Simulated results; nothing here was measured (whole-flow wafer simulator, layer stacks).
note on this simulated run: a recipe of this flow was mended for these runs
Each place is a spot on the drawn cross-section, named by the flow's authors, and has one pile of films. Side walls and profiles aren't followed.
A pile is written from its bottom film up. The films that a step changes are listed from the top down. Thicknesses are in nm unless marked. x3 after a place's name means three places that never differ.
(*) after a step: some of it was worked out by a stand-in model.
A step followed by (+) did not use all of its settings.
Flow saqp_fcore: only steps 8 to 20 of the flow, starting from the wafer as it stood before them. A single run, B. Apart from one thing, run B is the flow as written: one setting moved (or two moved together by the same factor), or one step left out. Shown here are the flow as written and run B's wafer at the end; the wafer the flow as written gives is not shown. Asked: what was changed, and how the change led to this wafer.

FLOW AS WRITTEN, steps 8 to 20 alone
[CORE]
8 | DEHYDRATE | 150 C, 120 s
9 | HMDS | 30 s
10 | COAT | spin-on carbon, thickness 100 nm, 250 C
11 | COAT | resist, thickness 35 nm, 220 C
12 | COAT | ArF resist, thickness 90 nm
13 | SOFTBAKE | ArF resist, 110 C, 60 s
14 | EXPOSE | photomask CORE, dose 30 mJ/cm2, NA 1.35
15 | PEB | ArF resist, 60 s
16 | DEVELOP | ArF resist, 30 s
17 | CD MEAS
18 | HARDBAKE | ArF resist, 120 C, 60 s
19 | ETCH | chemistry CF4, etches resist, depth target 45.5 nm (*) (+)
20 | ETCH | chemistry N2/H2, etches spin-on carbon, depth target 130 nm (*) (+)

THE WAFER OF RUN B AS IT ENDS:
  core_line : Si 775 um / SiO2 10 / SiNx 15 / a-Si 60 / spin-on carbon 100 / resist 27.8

The reason: step 12, COAT: thickness 71.5 nm was run, whereas the flow has thickness 90 nm.

The path from the change to this, step by step:
  12 | COAT | ArF resist, thickness 90 nm
      field x2, core_line: ArF resist gains 71.5 (new film) (it would be, as written: ArF resist gains 90 (new film))
  16 | DEVELOP | ArF resist, 30 s
      field x2: ArF resist loses 71.1 (all of it) (it would be, as written: ArF resist loses 89.6 (all of it))
  20 | ETCH | chemistry N2/H2, etches spin-on carbon, depth target 130 nm (*) (+)
      core_line: ArF resist loses 35.8 (all of it), resist loses 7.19 (it would be, as written: ArF resist loses 53.9 (all of it), resist loses 6.44)
